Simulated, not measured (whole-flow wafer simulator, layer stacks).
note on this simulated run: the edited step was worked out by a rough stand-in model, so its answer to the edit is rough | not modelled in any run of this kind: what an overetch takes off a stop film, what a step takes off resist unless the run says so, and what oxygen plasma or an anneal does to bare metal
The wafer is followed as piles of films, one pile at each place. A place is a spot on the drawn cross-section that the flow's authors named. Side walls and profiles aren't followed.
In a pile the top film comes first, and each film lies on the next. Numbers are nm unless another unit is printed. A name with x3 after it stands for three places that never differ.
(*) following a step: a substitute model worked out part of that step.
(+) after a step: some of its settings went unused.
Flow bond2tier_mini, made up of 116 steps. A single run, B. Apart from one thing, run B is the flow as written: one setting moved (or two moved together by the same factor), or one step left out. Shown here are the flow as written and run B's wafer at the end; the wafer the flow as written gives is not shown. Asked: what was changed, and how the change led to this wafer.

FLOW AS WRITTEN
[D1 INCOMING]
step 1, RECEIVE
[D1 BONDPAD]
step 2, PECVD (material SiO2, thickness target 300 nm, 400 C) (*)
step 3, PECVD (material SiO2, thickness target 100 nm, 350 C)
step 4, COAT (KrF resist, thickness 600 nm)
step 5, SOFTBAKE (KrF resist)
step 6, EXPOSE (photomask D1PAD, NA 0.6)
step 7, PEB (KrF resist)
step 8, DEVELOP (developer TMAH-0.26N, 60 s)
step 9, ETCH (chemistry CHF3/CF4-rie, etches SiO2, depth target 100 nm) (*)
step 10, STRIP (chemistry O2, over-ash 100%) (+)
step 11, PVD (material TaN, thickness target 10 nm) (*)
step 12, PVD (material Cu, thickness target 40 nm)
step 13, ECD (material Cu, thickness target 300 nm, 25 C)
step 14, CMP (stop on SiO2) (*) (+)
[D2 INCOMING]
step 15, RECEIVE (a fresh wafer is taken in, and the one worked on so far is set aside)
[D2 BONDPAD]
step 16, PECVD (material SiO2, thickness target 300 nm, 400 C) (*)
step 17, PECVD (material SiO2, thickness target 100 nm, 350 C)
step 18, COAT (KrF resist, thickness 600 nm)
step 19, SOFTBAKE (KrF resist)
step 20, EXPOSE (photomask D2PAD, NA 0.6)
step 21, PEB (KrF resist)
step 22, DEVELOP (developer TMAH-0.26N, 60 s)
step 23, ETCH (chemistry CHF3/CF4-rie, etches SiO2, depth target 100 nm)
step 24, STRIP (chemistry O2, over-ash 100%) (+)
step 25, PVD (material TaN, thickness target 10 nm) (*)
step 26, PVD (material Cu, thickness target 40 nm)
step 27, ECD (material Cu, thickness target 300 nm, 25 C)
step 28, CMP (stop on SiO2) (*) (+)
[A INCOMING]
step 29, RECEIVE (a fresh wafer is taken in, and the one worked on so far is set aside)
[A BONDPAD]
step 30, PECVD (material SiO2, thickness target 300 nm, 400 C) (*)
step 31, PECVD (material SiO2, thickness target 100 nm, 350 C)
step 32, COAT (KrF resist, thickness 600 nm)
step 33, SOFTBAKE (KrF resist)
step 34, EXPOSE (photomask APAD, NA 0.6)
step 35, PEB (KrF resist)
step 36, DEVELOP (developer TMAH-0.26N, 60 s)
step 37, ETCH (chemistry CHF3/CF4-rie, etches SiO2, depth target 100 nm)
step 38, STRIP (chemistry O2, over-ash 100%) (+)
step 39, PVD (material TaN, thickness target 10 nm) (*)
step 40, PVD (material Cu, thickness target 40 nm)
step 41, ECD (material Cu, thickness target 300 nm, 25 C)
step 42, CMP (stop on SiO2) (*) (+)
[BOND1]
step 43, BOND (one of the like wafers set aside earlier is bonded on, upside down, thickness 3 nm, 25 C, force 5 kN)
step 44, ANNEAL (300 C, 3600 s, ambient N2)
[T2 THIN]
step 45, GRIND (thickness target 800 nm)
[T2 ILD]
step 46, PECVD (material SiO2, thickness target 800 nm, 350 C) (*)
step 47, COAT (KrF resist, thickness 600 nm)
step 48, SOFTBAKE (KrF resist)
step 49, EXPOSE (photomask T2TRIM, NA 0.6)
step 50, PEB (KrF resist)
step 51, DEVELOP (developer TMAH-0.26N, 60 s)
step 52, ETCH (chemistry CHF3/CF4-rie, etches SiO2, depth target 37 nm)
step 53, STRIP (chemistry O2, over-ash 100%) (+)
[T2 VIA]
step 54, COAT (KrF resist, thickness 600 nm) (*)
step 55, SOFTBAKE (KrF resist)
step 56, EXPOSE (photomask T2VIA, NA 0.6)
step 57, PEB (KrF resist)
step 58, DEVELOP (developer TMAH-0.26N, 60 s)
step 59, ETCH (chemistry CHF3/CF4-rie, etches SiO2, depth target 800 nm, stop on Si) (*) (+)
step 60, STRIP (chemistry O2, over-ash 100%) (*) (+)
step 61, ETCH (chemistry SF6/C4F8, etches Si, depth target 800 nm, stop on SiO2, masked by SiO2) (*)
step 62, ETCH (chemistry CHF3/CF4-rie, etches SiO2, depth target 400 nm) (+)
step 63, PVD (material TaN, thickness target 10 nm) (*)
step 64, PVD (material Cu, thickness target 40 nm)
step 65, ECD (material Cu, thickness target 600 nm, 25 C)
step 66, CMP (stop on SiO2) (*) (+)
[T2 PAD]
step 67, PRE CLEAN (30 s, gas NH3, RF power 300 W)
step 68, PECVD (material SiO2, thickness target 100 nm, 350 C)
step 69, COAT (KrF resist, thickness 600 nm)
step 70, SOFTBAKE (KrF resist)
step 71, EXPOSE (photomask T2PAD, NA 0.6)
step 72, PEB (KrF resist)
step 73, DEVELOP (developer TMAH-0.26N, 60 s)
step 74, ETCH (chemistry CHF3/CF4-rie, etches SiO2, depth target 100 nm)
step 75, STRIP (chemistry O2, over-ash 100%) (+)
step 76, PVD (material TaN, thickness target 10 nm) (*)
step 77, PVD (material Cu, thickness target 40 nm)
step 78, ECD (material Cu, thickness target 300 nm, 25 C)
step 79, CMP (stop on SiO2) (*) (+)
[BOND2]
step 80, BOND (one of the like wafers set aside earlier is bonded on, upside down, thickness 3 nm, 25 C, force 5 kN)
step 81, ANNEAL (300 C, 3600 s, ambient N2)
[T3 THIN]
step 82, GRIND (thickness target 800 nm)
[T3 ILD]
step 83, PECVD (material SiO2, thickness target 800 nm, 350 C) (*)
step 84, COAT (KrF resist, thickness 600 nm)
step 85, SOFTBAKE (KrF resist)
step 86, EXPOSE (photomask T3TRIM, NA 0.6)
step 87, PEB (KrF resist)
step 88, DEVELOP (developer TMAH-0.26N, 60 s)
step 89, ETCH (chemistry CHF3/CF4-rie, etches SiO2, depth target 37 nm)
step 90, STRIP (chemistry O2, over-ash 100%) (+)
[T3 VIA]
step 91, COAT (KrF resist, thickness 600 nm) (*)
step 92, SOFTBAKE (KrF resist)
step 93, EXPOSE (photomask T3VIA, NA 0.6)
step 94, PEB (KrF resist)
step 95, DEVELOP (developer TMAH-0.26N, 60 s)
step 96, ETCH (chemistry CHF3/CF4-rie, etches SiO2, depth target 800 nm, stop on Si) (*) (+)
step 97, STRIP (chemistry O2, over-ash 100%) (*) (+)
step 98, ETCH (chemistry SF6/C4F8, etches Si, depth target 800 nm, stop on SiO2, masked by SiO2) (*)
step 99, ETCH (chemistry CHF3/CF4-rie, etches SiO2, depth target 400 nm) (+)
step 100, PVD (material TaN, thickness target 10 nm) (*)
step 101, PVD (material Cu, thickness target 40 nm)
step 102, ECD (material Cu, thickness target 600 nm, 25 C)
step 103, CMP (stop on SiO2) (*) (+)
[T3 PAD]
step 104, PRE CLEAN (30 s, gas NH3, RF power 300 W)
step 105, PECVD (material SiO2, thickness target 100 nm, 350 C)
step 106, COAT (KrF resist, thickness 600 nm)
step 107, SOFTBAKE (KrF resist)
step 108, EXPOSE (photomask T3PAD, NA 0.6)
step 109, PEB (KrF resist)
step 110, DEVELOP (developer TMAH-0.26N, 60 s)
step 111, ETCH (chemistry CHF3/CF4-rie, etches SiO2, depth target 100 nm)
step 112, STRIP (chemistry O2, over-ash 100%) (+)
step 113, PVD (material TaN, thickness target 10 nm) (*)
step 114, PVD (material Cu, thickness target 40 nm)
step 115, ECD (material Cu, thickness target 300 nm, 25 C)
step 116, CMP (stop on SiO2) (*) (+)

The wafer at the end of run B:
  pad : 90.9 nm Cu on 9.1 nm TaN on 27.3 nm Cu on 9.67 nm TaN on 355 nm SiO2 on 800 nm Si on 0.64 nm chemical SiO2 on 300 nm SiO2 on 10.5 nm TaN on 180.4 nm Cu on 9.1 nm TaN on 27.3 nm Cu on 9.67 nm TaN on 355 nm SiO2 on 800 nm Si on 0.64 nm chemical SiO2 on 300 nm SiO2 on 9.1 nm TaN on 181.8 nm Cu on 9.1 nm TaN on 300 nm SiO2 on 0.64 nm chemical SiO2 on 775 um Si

What caused this: step 25, PVD: thickness target 11.5 nm was run, while the flow as written has thickness target 10 nm.

The path from the change to this, step by step:
  step 25, PVD (material TaN, thickness target 10 nm) (*)
      field: TaN gains 11.5 (new film) (it would be, as written: TaN gains 10 (new film))
      pad: TaN gains 10.5 (new film) (it would be, as written: TaN gains 9.1 (new film))
      (as well as at 1 more place)
  step 28, CMP (stop on SiO2) (*) (+)
      field: Cu loses 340 (all of it), TaN loses 11.5 (all of it) (it would be, as written: Cu loses 340 (all of it), TaN loses 10 (all of it))
  step 80, BOND (one of the like wafers set aside earlier is bonded on, upside down, thickness 3 nm, 25 C, force 5 kN)
      pad: Si gains 775 um (new film), chemical SiO2 gains 0.64 (new film), SiO2 gains 300 (new film), TaN gains 10.5 (new film), Cu gains 89.5 (it would be, as written: Si gains 775 um (new film), chemical SiO2 gains 0.64 (new film), SiO2 gains 300 (new film), TaN gains 9.1 (new film), Cu gains 90.9)
